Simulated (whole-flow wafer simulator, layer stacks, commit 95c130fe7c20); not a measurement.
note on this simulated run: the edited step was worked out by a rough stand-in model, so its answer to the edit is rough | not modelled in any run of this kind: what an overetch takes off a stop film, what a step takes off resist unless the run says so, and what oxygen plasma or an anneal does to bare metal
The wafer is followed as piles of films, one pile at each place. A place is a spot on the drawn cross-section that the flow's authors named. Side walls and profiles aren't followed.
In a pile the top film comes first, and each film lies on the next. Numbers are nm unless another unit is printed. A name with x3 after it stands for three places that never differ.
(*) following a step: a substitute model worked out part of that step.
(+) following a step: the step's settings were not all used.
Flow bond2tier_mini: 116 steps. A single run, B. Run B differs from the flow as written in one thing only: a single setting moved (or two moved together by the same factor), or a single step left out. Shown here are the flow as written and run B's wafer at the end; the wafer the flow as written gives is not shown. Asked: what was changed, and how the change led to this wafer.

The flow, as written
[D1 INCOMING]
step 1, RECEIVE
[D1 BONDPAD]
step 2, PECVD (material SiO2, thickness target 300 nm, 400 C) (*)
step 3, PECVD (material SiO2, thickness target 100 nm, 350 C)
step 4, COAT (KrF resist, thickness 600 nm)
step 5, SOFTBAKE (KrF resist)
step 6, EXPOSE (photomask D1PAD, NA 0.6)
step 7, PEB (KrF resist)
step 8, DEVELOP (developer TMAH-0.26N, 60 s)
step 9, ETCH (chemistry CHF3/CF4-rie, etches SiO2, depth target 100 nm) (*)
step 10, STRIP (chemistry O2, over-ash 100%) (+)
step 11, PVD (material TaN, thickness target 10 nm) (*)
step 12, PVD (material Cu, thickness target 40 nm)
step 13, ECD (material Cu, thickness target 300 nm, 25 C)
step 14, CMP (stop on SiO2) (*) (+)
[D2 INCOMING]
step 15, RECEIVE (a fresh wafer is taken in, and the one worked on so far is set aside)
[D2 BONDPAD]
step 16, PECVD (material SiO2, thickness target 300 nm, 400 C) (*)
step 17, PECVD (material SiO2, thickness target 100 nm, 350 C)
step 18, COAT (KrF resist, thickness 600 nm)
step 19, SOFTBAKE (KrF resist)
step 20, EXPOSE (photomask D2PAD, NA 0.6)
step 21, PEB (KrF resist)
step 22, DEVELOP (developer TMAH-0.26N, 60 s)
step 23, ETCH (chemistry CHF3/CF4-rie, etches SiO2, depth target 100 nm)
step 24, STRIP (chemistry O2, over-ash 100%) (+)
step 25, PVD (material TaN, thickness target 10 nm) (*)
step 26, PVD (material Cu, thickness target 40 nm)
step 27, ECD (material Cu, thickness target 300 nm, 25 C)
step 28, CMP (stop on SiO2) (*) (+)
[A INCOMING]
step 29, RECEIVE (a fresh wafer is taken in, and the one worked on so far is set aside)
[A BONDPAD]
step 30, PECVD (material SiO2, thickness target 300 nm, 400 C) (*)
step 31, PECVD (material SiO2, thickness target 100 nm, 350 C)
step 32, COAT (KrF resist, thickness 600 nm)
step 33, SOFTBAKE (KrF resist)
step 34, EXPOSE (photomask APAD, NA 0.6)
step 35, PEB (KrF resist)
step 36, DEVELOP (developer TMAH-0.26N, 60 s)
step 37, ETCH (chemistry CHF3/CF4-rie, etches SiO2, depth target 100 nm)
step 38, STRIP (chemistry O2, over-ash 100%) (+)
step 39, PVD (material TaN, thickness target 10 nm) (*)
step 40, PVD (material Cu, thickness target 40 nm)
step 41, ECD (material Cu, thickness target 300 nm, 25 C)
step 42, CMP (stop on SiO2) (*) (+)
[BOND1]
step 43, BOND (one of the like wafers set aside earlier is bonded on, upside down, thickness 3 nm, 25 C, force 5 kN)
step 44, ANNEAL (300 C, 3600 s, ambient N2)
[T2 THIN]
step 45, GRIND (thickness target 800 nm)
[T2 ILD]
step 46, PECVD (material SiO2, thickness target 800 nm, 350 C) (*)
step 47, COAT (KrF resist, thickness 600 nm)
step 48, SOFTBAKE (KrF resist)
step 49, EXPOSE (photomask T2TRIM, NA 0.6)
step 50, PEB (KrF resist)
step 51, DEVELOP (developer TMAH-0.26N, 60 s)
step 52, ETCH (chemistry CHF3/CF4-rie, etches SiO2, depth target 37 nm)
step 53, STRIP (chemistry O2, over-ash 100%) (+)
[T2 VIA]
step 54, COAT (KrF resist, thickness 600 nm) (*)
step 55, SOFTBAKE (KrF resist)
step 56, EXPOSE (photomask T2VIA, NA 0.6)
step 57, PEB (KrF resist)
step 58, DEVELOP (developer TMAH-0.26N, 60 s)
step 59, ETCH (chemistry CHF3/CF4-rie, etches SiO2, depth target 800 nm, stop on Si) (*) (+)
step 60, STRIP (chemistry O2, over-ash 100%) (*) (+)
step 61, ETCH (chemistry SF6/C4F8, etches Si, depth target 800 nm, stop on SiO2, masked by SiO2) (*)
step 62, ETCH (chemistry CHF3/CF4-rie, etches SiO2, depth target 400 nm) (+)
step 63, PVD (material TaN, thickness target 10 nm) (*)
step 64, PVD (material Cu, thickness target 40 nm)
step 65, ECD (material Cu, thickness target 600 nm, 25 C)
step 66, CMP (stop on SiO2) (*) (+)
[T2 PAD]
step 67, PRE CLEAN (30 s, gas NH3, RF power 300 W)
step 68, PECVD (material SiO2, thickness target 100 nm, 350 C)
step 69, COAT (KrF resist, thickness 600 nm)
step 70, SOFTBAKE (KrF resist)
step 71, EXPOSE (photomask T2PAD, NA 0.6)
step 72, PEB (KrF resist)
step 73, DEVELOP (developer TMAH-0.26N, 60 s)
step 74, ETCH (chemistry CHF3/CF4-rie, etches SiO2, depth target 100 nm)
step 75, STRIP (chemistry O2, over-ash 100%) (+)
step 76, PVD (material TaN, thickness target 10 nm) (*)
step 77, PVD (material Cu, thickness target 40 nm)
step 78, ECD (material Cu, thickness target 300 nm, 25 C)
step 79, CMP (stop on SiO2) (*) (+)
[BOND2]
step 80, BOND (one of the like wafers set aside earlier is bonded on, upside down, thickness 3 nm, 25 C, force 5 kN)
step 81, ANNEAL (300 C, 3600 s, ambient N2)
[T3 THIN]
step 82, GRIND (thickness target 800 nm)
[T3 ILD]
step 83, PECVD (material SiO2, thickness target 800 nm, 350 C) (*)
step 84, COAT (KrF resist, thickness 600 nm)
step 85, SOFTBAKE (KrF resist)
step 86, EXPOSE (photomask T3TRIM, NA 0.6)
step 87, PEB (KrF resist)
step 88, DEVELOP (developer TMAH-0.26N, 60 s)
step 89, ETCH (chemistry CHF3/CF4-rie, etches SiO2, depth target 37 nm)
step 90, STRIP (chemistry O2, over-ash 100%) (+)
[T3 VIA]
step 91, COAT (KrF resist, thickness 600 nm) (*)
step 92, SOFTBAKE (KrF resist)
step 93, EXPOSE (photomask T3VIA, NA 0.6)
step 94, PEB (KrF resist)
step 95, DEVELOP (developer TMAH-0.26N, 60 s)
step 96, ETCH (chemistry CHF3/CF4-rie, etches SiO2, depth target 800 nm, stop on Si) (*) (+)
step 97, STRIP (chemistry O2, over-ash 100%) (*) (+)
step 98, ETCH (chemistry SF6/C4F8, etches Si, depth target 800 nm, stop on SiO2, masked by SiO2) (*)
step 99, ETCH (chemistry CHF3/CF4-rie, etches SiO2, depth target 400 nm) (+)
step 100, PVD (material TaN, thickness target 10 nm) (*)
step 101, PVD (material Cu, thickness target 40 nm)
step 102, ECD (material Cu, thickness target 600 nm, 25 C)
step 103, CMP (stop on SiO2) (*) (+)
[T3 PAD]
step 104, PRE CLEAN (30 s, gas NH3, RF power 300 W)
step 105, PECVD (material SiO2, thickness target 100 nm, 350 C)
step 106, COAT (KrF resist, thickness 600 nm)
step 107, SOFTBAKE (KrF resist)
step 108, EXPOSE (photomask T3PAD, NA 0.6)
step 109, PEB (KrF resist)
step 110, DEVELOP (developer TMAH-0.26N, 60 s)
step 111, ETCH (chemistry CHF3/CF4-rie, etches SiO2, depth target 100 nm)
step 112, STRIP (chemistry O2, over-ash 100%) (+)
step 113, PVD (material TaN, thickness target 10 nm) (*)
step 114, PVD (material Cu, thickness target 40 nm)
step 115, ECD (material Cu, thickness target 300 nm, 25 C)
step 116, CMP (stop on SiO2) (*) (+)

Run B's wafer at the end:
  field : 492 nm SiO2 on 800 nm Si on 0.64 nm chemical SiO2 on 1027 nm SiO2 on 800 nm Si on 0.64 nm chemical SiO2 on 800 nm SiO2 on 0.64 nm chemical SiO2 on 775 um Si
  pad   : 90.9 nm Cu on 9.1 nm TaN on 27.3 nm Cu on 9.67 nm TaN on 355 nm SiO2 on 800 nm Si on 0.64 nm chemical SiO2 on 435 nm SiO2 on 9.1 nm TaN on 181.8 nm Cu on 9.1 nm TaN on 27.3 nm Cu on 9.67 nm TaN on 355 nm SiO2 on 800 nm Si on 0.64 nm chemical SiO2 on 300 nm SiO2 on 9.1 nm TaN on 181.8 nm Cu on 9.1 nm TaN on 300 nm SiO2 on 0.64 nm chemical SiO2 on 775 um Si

The reason: step 16, PECVD: thickness target 435 nm was run, though the flow has thickness target 300 nm.
The wafer lets one read it off: pad has SiO2 435, and step 16 as written asks for 300 nm.

Step by step, how the change led to this:
  step 16, PECVD (material SiO2, thickness target 300 nm, 400 C) (*)
      field, pad, via: +435 SiO2 (new film) (in the flow as written it would be: +300 SiO2 (new film))
  step 80, BOND (one of the like wafers set aside earlier is bonded on, upside down, thickness 3 nm, 25 C, force 5 kN)
      field: +775 um Si (new film), +0.64 chemical SiO2 (new film), +535 SiO2 (in the flow as written it would be: +775 um Si (new film), +0.64 chemical SiO2 (new film), +400 SiO2)
      pad: +775 um Si (new film), +0.64 chemical SiO2 (new film), +435 SiO2 (new film), +9.1 TaN (new film), +90.9 Cu (in the flow as written it would be: +775 um Si (new film), +0.64 chemical SiO2 (new film), +300 SiO2 (new film), +9.1 TaN (new film), +90.9 Cu)
